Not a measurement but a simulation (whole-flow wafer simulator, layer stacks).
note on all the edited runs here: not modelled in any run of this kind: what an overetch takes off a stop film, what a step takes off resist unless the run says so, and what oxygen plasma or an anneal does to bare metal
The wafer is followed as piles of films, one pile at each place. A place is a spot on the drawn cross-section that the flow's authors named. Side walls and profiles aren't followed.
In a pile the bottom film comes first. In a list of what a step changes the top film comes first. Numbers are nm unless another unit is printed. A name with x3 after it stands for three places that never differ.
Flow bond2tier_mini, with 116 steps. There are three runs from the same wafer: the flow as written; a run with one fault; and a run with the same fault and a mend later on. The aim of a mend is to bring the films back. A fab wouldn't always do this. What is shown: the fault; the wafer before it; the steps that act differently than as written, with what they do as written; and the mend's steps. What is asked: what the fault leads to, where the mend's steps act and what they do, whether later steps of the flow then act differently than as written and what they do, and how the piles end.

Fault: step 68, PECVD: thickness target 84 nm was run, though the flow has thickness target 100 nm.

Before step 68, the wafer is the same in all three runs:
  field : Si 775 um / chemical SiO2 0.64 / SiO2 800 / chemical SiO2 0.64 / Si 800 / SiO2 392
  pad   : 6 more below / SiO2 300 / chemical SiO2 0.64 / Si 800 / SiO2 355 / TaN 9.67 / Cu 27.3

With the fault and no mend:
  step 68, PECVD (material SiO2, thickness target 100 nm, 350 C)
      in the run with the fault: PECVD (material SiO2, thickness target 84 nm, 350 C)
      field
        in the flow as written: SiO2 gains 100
        in the run with the fault: SiO2 gains 84
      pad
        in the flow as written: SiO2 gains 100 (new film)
        in the run with the fault: SiO2 gains 84 (new film)
  Later steps of the flow acting differently than as written (not shown: 2 more steps that differ only slightly, by at most 2% or 0.5 nm, whichever is larger):
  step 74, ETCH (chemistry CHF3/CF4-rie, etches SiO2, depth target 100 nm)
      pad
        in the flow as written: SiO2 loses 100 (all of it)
        in the run with the fault: SiO2 loses 84 (all of it), Cu loses 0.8
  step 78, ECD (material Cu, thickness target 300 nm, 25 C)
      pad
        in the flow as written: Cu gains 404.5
        in the run with the fault: Cu gains 388.6
  The piles end different from the flow's at pad by more than 2% or 0.5 nm, whichever is larger.
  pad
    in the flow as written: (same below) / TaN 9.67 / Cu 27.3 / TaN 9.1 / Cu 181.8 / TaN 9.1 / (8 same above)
    in the run with the fault: (same below) / TaN 9.67 / Cu 26.5 / TaN 9.28 / Cu 166.4 / TaN 9.1 / (8 same above)

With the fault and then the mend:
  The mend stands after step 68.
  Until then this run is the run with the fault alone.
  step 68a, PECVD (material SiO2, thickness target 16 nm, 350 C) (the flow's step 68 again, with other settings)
      field, pad
        SiO2 gains 16
  Later steps of the flow that are run all act as written at every place that is followed.
  At every place that both follow, the piles at the end match the flow's.
